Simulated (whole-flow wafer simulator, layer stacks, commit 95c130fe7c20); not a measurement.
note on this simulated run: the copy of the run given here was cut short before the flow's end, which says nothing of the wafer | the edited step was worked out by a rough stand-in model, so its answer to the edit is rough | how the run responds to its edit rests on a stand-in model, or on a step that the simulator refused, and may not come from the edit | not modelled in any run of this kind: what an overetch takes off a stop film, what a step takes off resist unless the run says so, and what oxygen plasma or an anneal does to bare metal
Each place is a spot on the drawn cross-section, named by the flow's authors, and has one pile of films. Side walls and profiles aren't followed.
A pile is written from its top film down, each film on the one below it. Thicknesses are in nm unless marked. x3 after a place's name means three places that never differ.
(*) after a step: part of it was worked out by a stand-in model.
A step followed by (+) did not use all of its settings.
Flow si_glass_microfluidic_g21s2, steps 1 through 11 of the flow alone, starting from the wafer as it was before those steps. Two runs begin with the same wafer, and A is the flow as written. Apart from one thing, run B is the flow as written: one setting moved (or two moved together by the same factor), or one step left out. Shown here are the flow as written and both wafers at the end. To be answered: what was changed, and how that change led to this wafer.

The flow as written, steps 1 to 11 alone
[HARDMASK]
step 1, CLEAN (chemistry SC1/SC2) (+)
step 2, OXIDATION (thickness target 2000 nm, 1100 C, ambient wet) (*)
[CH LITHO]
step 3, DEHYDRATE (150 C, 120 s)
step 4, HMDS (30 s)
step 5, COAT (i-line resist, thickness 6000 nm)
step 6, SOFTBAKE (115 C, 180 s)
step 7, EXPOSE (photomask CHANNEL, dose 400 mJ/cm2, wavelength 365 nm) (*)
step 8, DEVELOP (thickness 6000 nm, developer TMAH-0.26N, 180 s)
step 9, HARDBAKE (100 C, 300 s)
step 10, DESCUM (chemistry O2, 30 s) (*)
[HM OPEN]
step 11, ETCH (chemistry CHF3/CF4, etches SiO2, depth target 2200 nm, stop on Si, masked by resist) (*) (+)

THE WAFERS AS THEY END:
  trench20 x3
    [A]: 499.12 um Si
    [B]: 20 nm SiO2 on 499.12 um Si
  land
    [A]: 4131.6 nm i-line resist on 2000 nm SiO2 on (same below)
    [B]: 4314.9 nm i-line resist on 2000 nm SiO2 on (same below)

The reason: step 11, ETCH: depth target 1980 nm was run, though the flow has depth target 2200 nm.

The path from the change to this, step by step:
  step 11, ETCH (chemistry CHF3/CF4, etches SiO2, depth target 2200 nm, stop on Si, masked by resist) (*) (+)
      trench20 x3: A SiO2 loses 2000 (all of it) | B SiO2 loses 1980
      land: A i-line resist loses 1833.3 | B i-line resist loses 1650
